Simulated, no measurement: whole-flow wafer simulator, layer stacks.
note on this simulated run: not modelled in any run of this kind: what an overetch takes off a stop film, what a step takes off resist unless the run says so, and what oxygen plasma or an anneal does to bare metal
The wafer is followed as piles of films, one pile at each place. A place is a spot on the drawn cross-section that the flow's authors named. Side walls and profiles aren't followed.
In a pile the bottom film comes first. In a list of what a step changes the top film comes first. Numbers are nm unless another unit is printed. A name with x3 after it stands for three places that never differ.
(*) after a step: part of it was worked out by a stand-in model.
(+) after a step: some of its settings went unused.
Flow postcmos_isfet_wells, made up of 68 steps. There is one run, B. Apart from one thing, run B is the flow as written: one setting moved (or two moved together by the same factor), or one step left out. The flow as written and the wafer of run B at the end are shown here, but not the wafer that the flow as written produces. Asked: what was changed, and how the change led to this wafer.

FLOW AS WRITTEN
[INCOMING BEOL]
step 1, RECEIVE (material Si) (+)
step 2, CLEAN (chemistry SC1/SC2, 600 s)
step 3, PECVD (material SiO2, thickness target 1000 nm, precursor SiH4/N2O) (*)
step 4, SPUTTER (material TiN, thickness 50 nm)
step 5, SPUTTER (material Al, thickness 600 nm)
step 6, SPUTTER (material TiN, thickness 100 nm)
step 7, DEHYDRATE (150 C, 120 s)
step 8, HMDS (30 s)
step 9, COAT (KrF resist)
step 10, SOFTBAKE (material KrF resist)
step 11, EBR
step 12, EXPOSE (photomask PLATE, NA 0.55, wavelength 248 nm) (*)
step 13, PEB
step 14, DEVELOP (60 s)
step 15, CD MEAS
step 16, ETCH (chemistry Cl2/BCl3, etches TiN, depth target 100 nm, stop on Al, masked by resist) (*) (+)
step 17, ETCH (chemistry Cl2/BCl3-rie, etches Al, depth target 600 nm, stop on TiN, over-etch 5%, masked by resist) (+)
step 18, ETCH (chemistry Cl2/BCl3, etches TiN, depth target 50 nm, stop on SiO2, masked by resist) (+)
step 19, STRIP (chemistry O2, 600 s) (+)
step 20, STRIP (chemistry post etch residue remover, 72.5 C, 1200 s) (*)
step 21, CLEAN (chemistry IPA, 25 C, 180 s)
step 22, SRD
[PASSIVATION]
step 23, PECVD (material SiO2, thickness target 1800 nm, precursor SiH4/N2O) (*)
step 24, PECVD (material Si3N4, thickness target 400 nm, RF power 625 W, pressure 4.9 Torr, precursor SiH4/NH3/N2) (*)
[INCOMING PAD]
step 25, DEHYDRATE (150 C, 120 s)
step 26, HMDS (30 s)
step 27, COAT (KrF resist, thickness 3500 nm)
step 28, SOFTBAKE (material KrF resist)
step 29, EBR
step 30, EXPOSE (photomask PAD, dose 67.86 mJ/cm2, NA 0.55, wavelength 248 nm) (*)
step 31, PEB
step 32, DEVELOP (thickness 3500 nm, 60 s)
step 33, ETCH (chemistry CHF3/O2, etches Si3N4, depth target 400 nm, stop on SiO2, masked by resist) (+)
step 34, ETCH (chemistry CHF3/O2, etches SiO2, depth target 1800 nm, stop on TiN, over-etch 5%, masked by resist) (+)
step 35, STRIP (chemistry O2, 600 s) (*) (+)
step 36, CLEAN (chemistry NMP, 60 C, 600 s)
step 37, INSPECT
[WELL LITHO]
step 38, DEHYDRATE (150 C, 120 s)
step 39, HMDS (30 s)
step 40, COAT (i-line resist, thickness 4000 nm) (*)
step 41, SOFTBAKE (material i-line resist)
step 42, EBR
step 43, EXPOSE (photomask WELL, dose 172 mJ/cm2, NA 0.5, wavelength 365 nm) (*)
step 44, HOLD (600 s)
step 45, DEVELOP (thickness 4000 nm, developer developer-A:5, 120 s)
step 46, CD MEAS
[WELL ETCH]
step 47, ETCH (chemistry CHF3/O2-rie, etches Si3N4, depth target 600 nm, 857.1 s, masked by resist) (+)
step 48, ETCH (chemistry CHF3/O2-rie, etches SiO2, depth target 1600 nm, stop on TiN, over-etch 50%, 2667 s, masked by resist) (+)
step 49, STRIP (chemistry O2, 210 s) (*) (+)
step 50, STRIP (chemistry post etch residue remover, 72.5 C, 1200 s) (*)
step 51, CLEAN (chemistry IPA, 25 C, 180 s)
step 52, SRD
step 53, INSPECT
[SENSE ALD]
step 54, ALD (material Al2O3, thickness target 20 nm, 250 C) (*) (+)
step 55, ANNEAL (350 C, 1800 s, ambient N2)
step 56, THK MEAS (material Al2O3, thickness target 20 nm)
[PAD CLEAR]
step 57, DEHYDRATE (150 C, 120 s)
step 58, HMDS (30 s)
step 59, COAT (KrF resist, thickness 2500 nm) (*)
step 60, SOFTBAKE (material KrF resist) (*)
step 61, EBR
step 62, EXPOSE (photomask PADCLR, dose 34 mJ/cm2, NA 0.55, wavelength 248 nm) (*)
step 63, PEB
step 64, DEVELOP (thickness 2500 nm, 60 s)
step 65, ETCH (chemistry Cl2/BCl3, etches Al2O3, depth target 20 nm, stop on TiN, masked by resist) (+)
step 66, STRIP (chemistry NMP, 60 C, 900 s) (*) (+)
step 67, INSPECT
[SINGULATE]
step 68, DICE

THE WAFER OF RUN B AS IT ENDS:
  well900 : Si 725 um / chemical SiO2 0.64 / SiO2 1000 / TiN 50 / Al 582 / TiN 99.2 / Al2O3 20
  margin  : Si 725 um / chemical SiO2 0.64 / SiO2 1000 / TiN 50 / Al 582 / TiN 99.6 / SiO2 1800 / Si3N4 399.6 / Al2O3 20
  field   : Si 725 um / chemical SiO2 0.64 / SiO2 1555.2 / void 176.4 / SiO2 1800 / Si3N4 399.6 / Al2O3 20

What caused this: step 5, SPUTTER: thickness 582 nm was run, though the flow has thickness 600 nm; step 17, ETCH: depth target 582 nm was run, where the flow has depth target 600 nm.
The wafer lets one read it off: well900 has Al 582, and step 5 as written asks for 600 nm.

How this came from the change, step by step:
  step 5, SPUTTER (material Al, thickness 600 nm)
      field, margin, well900 and 6 more: Al gains 582 (new film) (as written it would have been: Al gains 600 (new film))
  step 17, ETCH (chemistry Cl2/BCl3-rie, etches Al, depth target 600 nm, stop on TiN, over-etch 5%, masked by resist) (+)
      margin, well900, well1300, well2000, well3000, pad_rim, pad_clr, pad_open: KrF resist loses 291 (as written it would have been: KrF resist loses 300)
      field: Al loses 582 (all of it) (as written it would have been: Al loses 600 (all of it))
  step 23, PECVD (material SiO2, thickness target 1800 nm, precursor SiH4/N2O) (*)
      field: SiO2 gains 1800 (new film), void gains 176.4 (new film), SiO2 gains 555.2 (as written it would have been: SiO2 gains 1800 (new film), void gains 189.9 (new film), SiO2 gains 559.7)
